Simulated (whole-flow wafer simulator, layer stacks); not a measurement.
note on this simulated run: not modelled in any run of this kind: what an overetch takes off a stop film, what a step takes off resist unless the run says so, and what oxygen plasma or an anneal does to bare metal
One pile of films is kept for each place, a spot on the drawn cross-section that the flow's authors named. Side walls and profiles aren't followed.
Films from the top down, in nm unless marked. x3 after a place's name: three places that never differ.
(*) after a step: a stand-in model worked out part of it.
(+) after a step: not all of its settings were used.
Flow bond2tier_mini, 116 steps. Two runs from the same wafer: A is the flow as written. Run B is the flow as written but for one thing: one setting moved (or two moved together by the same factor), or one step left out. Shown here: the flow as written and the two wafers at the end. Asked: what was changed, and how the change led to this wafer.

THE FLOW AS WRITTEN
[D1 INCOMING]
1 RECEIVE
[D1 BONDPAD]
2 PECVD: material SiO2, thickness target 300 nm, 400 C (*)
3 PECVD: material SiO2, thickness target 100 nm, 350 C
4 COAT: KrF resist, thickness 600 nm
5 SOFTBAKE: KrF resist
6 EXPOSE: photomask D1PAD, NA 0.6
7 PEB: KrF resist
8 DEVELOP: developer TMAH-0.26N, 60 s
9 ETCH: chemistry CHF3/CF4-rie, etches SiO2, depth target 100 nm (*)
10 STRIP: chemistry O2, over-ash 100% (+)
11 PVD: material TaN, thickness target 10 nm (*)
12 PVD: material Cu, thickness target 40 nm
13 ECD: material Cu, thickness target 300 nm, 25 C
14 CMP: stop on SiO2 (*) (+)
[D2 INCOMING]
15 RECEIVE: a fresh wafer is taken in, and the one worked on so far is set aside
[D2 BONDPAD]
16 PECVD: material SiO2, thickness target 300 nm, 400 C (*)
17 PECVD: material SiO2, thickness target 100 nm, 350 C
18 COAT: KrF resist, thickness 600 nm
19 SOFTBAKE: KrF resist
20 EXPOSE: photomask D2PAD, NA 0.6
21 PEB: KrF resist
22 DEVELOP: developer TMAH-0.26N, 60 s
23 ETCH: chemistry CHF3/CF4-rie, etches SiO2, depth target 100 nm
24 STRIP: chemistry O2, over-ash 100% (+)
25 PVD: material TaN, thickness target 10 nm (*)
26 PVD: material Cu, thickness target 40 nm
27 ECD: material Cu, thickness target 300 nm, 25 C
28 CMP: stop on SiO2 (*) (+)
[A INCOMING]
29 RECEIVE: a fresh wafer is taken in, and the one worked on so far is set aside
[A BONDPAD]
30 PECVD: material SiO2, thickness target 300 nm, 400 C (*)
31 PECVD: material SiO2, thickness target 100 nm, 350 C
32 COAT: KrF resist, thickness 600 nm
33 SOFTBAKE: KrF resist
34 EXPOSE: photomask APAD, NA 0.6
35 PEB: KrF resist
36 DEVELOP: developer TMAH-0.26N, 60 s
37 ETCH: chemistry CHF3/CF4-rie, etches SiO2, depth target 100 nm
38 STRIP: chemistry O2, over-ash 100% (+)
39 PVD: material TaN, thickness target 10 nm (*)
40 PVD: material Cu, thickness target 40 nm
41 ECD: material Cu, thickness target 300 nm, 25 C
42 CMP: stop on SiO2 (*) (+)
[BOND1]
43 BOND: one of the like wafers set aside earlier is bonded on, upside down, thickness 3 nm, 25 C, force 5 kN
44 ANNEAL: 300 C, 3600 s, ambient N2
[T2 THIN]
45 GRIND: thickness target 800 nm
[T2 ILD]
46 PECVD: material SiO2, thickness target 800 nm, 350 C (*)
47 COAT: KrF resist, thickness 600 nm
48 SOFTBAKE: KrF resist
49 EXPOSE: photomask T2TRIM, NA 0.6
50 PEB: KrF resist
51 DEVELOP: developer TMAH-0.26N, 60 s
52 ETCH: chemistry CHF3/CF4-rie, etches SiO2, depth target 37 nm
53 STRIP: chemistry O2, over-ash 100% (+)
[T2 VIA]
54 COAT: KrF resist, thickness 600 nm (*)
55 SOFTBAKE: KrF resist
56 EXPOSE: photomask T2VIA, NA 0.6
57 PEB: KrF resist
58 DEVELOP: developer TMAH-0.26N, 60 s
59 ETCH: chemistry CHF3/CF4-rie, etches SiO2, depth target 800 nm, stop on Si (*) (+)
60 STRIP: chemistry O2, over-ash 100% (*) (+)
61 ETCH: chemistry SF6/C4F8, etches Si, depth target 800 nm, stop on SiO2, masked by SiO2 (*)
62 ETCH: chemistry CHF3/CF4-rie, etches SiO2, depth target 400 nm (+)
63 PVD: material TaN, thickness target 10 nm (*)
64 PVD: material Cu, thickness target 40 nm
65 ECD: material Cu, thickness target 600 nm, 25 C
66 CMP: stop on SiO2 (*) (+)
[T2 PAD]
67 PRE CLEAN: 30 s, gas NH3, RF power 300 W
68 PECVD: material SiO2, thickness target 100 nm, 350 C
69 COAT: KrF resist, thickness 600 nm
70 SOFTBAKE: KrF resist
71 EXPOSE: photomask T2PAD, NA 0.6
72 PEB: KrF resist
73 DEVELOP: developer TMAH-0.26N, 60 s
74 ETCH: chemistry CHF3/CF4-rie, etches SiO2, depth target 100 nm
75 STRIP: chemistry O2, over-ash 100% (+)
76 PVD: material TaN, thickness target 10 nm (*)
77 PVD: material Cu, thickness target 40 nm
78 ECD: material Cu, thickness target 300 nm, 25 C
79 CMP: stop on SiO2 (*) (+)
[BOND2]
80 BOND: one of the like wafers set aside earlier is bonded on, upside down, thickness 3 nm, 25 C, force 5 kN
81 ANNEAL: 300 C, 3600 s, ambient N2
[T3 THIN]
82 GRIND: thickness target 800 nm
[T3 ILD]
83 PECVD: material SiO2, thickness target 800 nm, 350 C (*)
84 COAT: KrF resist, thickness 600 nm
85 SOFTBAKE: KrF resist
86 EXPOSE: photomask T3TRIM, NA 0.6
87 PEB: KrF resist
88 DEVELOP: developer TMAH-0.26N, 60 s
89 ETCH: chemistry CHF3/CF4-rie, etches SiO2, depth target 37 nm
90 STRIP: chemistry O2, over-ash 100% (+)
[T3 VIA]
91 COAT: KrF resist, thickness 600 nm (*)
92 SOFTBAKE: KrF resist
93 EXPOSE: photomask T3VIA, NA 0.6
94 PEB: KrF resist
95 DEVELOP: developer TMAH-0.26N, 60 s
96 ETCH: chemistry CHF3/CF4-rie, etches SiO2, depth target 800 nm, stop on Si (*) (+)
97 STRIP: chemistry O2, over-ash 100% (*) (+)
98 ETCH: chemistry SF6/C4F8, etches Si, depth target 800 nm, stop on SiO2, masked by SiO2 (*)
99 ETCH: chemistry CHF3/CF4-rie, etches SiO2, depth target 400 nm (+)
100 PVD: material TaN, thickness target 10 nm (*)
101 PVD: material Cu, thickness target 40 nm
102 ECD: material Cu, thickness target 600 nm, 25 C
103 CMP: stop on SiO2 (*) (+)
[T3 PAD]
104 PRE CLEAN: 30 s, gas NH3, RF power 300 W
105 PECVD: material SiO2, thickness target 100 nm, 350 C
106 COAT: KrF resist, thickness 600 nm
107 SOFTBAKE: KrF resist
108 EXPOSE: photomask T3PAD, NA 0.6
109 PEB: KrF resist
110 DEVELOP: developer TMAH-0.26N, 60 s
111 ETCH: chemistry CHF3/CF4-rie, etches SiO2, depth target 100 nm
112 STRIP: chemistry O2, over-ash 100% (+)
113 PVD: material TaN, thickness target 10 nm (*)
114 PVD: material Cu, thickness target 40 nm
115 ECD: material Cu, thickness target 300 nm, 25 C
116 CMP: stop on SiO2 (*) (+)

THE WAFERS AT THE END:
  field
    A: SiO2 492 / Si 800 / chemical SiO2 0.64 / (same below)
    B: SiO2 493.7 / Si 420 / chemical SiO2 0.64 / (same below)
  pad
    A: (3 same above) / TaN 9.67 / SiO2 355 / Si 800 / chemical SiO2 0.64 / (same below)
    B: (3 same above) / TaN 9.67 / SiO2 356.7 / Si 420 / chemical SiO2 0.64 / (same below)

The cause: step 82, GRIND: thickness target 420 nm was run, where the flow has thickness target 800 nm.
It can be read off the wafer: field has Si 420, and step 82 as written asks for 800 nm.

How the change led to this, step by step:
  82 GRIND: thickness target 800 nm
      field, pad: A Si -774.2 um | B Si -774.58 um
  98 ETCH: chemistry SF6/C4F8, etches Si, depth target 800 nm, stop on SiO2, masked by SiO2 (*)
      field, pad: A SiO2 -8 | B SiO2 -6.3
